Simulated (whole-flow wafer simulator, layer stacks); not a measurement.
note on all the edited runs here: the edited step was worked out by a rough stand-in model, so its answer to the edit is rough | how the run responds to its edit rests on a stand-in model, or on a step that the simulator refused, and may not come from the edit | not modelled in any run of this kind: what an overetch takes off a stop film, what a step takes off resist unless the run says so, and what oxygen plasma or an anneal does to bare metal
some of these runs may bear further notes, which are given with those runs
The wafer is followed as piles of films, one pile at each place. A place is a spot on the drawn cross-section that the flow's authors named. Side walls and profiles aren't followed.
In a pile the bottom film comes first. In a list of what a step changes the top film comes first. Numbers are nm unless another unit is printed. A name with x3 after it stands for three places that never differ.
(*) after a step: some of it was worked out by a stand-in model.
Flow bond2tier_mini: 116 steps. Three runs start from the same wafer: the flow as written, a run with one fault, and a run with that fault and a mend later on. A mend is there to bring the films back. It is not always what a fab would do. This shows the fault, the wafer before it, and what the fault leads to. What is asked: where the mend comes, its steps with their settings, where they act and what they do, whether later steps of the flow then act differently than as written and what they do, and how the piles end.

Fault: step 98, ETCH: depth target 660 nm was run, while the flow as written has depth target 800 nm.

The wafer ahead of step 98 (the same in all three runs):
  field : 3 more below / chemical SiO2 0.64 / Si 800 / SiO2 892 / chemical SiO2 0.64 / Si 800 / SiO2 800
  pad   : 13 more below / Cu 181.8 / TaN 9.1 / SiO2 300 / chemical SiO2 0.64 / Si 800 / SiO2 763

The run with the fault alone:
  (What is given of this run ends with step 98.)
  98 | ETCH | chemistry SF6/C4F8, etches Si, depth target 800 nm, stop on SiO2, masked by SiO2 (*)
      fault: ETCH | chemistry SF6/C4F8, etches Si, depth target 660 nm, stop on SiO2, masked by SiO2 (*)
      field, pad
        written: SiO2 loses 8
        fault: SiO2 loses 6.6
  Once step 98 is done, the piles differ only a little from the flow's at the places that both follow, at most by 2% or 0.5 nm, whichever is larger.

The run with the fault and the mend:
  The mend stands after step 98.
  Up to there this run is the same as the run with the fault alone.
  98a | ETCH | chemistry SF6/C4F8, etches Si, depth target 140 nm, stop on SiO2, masked by SiO2 (*) (the flow's step 98, run once more with other settings)
      field, pad
        SiO2 loses 1.4
  Every later step of the flow that is run acts as written at every place that is followed.
  By the end, the piles equal the flow's at every place that both follow.
